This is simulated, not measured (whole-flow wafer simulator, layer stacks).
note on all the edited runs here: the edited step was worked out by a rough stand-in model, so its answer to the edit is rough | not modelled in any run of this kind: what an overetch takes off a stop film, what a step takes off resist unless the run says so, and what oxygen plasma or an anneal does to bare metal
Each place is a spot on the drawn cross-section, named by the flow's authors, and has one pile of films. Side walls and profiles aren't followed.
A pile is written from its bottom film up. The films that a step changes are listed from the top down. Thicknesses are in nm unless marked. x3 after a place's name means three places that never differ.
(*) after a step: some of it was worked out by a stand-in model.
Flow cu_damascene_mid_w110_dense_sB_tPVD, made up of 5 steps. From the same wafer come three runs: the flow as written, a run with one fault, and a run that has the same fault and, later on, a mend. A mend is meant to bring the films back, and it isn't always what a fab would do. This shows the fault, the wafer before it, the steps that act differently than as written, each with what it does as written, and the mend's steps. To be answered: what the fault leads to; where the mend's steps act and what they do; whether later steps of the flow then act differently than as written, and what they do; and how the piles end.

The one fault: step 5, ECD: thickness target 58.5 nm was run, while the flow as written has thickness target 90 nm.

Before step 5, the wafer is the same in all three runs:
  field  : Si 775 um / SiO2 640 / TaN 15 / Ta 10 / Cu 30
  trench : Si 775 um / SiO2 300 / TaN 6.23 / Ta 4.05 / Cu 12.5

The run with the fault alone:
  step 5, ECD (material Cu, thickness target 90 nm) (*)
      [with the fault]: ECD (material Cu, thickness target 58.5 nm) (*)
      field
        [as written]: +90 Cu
        [with the fault]: +58.5 Cu
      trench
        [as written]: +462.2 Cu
        [with the fault]: +430.7 Cu
  None of the later steps of the flow acts differently than as written at any place that is followed.
  At field, trench, the piles at the end differ from the flow's by more than 2% or 0.5 nm, whichever is larger.
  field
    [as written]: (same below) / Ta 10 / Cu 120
    [with the fault]: (same below) / Ta 10 / Cu 88.5
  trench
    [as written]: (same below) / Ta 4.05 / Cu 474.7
    [with the fault]: (same below) / Ta 4.05 / Cu 443.2

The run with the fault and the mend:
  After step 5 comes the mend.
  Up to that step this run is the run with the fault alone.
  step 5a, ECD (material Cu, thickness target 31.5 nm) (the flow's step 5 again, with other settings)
      field, trench
        +31.5 Cu
  None of the later steps of the flow acts differently than as written at any place that is followed.
  The piles end the same as the flow's at every place that both follow.
